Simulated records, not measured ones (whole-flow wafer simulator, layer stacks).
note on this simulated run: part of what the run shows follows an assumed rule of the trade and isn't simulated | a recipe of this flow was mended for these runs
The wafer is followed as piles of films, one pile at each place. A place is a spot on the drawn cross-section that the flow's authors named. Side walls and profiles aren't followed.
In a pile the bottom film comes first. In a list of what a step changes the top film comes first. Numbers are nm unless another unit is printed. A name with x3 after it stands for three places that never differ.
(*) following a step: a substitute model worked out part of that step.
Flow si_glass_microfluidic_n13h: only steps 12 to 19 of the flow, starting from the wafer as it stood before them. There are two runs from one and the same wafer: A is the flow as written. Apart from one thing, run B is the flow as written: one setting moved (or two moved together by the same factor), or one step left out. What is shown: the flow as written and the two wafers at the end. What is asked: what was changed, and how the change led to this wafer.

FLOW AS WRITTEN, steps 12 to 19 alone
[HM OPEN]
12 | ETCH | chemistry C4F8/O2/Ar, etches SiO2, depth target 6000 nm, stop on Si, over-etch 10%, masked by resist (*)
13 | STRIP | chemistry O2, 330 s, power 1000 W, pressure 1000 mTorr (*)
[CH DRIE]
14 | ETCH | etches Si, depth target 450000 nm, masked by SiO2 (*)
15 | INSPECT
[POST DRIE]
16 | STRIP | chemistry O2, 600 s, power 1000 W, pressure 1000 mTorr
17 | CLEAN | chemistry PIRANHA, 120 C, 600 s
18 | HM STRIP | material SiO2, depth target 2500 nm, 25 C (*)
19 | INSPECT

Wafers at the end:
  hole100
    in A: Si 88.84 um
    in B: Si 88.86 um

The reason: step 12, ETCH: over-etch 7.6% was run, while the flow as written has over-etch 10%.

The path from the change to this, step by step:
  12 | ETCH | chemistry C4F8/O2/Ar, etches SiO2, depth target 6000 nm, stop on Si, over-etch 10%, masked by resist (*)
      land: A thick-i-line-resist loses 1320 | B thick-i-line-resist loses 1291.2
      hole100: A SiO2 loses 6000 (all of it), Si loses 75 | B SiO2 loses 6000 (all of it), Si loses 57
